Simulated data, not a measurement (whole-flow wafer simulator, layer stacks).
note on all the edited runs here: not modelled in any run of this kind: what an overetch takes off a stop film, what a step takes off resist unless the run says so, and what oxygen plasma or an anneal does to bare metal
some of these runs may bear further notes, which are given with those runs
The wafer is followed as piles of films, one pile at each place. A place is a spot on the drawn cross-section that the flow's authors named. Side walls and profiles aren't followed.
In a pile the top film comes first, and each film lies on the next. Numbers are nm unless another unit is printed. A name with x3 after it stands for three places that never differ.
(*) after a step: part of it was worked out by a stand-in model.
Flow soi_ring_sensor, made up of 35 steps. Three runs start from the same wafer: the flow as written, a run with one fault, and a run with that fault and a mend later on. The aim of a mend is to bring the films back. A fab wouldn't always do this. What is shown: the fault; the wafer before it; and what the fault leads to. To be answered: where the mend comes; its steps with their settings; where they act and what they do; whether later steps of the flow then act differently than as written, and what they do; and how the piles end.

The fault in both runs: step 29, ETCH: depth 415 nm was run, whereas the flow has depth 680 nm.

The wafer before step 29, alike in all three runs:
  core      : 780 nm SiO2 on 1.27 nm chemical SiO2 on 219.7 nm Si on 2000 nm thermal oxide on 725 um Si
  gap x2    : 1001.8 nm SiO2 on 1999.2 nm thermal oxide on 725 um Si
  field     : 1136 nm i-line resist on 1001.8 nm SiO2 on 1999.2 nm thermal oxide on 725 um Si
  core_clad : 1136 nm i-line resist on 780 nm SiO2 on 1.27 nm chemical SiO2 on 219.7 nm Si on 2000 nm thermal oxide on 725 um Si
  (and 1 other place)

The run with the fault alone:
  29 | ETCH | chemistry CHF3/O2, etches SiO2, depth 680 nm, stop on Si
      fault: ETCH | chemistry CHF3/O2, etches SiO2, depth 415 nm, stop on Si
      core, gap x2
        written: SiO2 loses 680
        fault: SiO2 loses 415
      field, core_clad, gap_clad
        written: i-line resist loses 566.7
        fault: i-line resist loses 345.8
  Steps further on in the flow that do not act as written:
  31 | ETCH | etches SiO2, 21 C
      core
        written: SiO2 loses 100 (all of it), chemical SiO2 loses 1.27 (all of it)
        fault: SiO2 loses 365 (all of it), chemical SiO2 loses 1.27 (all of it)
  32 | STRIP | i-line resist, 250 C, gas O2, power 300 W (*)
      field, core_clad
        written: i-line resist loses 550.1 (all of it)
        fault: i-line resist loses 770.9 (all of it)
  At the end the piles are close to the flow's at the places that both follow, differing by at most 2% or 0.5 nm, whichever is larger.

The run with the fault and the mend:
  The mend stands after step 29.
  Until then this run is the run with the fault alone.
  29a | ETCH | chemistry CHF3/O2, etches SiO2, depth 265 nm, stop on Si (the flow's step 29 again, with other settings)
      core, gap x2
        SiO2 loses 265
      field, core_clad, gap_clad
        i-line resist loses 220.8
  None of the later steps of the flow acts differently than as written at any place that is followed.
  The piles end the same as the flow's at every place that both follow.
